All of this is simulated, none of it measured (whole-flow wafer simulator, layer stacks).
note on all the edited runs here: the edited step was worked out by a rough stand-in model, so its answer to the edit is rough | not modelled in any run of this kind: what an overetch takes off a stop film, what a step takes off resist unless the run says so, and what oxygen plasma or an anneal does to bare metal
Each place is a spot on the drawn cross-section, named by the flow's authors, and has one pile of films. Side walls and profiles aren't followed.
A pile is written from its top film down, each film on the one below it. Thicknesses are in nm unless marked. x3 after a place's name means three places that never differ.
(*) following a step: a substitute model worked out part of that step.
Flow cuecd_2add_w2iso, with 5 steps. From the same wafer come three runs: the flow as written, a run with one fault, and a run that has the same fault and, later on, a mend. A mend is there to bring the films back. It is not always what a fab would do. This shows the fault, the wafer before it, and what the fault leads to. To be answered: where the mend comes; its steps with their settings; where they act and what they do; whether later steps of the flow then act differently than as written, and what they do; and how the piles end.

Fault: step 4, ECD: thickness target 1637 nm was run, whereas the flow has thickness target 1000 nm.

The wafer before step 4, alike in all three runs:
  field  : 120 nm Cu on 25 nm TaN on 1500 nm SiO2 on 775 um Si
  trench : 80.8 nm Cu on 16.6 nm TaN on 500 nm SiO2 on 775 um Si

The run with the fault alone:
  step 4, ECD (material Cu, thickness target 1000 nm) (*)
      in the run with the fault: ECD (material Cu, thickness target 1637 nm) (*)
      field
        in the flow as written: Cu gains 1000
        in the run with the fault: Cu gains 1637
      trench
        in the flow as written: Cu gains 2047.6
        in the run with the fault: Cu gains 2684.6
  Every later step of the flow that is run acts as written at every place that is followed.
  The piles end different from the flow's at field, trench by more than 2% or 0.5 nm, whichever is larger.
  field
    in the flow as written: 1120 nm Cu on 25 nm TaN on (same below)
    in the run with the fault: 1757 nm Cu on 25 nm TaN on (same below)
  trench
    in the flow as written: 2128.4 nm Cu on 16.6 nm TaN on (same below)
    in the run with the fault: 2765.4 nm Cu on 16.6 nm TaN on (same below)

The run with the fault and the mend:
  The mend stands after step 5.
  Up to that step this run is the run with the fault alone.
  step 5a, ETCH (chemistry cu recess dil, depth target 637 nm)
      field, trench
        Cu loses 637
  Every later step of the flow that is run acts as written at every place that is followed.
  The piles end the same as the flow's at every place that both follow.
